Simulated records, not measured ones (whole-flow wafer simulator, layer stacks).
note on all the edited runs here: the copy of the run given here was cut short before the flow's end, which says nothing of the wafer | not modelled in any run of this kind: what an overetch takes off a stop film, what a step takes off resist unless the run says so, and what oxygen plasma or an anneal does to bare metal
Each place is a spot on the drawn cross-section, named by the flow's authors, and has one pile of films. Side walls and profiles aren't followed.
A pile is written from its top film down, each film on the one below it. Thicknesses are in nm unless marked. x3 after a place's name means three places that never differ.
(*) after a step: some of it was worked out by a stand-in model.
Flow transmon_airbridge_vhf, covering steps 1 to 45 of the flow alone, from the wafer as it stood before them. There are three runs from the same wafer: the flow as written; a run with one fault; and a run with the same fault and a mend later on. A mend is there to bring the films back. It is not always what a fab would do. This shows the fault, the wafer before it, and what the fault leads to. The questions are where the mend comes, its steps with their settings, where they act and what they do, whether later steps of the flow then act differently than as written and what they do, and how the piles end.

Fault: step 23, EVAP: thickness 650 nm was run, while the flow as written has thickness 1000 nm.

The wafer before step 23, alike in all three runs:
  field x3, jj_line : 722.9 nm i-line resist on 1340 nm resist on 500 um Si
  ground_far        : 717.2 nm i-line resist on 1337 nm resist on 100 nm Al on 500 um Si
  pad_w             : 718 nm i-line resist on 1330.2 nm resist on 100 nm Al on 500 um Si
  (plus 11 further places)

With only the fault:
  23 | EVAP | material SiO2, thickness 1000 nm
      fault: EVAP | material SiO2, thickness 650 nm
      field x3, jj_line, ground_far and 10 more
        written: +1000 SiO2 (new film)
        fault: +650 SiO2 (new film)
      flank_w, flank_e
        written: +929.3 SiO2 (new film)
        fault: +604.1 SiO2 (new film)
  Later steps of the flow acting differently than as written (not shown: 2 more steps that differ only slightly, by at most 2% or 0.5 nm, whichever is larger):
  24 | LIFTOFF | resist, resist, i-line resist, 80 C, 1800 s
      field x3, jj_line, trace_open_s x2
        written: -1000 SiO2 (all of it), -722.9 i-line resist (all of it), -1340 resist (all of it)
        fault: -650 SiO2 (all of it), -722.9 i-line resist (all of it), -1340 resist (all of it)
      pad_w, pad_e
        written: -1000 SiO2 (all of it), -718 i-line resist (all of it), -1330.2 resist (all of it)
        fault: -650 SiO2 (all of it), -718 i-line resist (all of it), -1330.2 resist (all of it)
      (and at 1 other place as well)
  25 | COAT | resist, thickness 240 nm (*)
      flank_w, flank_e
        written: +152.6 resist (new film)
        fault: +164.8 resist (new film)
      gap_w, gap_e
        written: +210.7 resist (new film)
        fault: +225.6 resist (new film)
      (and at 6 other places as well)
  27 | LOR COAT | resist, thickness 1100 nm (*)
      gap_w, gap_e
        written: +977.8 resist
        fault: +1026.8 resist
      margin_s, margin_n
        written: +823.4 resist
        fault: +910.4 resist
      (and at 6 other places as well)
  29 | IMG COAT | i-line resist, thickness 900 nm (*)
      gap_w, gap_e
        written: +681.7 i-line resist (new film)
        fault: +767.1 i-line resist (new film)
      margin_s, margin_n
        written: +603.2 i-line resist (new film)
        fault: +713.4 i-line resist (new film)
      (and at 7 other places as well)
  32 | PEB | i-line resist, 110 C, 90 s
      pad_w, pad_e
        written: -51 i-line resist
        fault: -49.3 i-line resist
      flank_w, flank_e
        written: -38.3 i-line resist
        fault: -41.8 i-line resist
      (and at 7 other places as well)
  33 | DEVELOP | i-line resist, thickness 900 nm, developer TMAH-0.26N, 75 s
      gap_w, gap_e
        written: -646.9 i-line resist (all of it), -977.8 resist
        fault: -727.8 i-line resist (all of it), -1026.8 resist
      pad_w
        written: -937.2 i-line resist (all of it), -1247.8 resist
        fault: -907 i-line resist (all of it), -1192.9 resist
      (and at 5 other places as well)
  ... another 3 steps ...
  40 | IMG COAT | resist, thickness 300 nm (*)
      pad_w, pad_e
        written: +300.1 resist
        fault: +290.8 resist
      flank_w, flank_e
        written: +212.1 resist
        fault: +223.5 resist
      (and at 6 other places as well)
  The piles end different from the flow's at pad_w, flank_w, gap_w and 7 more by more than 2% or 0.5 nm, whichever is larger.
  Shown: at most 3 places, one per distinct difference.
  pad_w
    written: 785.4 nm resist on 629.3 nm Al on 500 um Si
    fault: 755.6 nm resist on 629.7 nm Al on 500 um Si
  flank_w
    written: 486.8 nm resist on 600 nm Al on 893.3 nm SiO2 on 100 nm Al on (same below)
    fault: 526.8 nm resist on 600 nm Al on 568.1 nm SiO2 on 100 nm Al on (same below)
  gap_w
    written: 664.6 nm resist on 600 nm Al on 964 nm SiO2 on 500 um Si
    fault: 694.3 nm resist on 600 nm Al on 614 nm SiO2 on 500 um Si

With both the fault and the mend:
  After step 23 comes the mend.
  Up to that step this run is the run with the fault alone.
  23a | EVAP | material SiO2, thickness 350 nm (a further turn of the flow's step 23, with different settings)
      field x3, jj_line, ground_far and 10 more
        +350 SiO2
      flank_w, flank_e
        +325.6 SiO2
  Every later step of the flow that is run acts as written, at every place that is followed, to within 2% or 0.5 nm, whichever is larger.
  The piles end only slightly different from the flow's at the places that both follow, by no more than 2% or 0.5 nm, whichever is larger.
